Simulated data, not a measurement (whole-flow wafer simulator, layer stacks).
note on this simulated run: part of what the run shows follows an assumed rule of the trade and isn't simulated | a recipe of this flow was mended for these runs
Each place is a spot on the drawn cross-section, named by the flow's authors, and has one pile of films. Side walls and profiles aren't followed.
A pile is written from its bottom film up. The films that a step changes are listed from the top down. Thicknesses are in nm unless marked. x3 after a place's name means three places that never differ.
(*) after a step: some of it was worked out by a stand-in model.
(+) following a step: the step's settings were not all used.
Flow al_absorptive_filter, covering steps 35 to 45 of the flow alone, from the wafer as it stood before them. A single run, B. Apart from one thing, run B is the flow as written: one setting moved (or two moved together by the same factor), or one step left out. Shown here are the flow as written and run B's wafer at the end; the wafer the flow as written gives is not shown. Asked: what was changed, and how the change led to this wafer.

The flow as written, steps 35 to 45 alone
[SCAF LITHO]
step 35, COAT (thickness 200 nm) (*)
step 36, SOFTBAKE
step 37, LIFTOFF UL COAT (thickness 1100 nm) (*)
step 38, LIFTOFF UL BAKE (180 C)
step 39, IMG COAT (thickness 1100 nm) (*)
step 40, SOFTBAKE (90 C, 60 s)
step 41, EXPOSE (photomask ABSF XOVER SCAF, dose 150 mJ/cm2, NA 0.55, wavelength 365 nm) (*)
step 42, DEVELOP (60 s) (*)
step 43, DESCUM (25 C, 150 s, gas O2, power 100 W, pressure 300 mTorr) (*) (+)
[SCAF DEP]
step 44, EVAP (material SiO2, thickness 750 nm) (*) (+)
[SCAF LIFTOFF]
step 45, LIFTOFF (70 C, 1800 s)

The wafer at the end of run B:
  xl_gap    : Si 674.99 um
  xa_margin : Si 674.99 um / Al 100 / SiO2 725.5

Cause: step 43, DESCUM: 107 s was run, while the flow as written has 150 s.

The path from the change to this, step by step:
  step 43, DESCUM (25 C, 150 s, gas O2, power 100 W, pressure 300 mTorr) (*) (+)
      xl_gap: -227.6 acrylic-e-beam-resist (as written it would have been: -265.9 acrylic-e-beam-resist (all of it))
      gnd x3, pad_far, pad_near, ledge, res, idc_field, idc_line, idc_space: -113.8 i-line-resist (as written it would have been: -159.6 i-line-resist)
  step 45, LIFTOFF (70 C, 1800 s)
      xl_gap: -750 SiO2 (all of it), -38.3 acrylic-e-beam-resist (all of it) (as written it would have been: nothing)
      gnd x3, idc_field: -750 SiO2 (all of it), -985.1 i-line-resist (all of it), -1100 lift-off-underlayer (all of it), -200 acrylic-e-beam-resist (all of it) (as written it would have been: -750 SiO2 (all of it), -939.4 i-line-resist (all of it), -1100 lift-off-underlayer (all of it), -200 acrylic-e-beam-resist (all of it))
      (and at 6 other places as well)
